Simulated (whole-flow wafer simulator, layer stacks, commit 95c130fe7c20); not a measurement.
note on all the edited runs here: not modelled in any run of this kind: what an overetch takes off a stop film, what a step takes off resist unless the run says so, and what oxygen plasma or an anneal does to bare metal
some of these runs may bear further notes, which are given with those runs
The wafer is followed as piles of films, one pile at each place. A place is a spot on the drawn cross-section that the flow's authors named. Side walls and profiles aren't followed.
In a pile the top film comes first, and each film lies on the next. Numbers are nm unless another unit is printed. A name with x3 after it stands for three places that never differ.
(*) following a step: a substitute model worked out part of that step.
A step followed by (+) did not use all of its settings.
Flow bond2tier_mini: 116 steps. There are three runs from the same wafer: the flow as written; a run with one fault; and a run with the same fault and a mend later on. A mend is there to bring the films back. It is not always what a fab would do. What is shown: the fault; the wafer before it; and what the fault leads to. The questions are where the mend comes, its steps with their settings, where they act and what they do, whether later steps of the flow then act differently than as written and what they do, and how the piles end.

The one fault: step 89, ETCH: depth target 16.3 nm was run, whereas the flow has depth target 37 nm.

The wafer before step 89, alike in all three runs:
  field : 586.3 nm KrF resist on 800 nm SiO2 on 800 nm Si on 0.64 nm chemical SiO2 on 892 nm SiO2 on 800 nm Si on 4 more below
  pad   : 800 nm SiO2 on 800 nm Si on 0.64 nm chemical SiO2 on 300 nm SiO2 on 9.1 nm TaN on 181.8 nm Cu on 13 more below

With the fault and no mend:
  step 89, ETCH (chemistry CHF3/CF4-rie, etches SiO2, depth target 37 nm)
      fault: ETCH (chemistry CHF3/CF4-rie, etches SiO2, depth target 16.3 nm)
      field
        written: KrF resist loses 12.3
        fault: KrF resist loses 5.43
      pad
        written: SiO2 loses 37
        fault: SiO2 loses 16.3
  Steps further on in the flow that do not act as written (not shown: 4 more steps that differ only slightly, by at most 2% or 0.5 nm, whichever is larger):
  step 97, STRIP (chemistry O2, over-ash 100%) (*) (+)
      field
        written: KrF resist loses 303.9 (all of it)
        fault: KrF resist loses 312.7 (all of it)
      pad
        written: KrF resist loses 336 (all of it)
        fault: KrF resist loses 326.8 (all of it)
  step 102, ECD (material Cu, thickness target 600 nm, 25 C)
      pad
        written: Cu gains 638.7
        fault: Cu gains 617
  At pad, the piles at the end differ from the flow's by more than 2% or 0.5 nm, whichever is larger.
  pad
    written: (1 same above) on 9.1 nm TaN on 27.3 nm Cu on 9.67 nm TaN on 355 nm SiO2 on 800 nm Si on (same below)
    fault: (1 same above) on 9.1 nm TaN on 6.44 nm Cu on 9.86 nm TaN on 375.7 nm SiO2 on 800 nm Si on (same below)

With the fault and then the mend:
  The mend stands after step 90.
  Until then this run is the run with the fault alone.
  step 90a, COAT (KrF resist, thickness 600 nm) (*) (a further turn of the flow's step 84)
      field
        KrF resist gains 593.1 (new film)
      pad
        KrF resist gains 607.2 (new film)
  step 90b, SOFTBAKE (KrF resist) (a further turn of the flow's step 85)
      alters no film at any place that is followed
  step 90c, EXPOSE (photomask T3TRIM, NA 0.6) (a further turn of the flow's step 86)
      alters no film at any place that is followed
  step 90d, PEB (KrF resist) (a further turn of the flow's step 87)
      alters no film at any place that is followed
  step 90e, DEVELOP (developer TMAH-0.26N, 60 s) (a further turn of the flow's step 88)
      field
        KrF resist loses 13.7
      pad
        KrF resist loses 607.2 (all of it)
  step 90f, ETCH (chemistry CHF3/CF4-rie, etches SiO2, depth target 20.7 nm) (a further turn of the flow's step 89, with different settings)
      field
        KrF resist loses 6.9
      pad
        SiO2 loses 20.7
  step 90g, STRIP (chemistry O2, over-ash 100%) (+) (a further turn of the flow's step 90)
      field
        KrF resist loses 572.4 (all of it)
  None of the later steps of the flow acts differently than as written at any place that is followed.
  The piles end the same as the flow's at every place that both follow.
